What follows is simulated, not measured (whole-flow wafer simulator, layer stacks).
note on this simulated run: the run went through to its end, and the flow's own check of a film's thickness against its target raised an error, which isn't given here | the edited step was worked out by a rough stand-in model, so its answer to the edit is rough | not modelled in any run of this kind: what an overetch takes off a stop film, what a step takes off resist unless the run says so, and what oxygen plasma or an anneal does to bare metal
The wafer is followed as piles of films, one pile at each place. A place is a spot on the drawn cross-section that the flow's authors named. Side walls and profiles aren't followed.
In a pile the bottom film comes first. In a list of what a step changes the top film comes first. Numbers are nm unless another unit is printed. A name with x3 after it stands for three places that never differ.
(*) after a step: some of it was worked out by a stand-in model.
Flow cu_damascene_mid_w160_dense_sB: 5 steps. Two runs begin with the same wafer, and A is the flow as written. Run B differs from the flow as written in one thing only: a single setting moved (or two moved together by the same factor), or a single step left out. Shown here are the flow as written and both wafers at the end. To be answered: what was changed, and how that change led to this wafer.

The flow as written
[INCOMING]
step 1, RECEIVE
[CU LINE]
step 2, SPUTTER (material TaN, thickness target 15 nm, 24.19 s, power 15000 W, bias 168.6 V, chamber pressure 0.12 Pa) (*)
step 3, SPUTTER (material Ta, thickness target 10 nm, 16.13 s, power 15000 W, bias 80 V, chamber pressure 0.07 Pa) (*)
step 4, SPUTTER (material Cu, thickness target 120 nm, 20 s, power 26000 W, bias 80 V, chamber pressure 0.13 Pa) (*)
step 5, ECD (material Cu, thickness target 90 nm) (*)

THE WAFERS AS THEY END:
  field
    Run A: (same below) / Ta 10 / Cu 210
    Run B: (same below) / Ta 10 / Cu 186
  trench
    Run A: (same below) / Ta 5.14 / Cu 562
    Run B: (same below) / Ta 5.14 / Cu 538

Cause: step 4, SPUTTER: thickness target 96 nm was run, while the flow as written has thickness target 120 nm; step 4, SPUTTER: 16 s was run, where the flow has 20 s.

The path from the change to this, step by step:
  step 4, SPUTTER (material Cu, thickness target 120 nm, 20 s, power 26000 W, bias 80 V, chamber pressure 0.13 Pa) (*)
      field: A +120 Cu (new film) | B +96 Cu (new film)
      trench: A +62 Cu (new film) | B +49.6 Cu (new film)
  step 5, ECD (material Cu, thickness target 90 nm) (*)
      trench: A +500 Cu | B +488.4 Cu
